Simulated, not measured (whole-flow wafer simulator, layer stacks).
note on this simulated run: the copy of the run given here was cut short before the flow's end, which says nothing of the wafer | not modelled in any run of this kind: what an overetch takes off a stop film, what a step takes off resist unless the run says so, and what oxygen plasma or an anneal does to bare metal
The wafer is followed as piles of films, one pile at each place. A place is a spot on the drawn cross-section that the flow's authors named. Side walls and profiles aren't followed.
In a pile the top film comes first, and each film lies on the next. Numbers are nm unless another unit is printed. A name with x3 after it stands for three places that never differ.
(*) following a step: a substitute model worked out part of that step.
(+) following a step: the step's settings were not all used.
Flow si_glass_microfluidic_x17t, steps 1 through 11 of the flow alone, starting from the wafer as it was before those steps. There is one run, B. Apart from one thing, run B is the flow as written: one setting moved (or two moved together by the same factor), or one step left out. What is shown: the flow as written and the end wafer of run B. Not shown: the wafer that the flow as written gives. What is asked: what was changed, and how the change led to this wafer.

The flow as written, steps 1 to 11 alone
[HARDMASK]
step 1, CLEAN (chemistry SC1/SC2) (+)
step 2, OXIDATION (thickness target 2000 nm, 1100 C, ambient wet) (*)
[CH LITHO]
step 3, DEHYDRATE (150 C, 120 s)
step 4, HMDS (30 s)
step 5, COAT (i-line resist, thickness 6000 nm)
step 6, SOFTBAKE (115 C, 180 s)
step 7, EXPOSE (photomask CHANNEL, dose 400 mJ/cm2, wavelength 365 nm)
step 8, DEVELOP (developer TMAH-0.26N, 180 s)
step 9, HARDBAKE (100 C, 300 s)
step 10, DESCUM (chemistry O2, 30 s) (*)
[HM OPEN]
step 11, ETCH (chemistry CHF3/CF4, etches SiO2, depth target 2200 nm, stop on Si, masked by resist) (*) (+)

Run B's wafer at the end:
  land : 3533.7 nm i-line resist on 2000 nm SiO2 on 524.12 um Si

The reason: step 5, COAT: thickness 5400 nm was run, while the flow as written has thickness 6000 nm.

How this came from the change, step by step:
  step 5, COAT (i-line resist, thickness 6000 nm)
      land, tr110 x3: i-line resist gains 5400 (new film) (it would be, as written: i-line resist gains 6000 (new film))
  step 8, DEVELOP (developer TMAH-0.26N, 180 s)
      tr110 x3: i-line resist loses 5400 (all of it) (it would be, as written: i-line resist loses 6000 (all of it))
  step 9, HARDBAKE (100 C, 300 s)
      land: i-line resist loses 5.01 (it would be, as written: i-line resist loses 7.06)
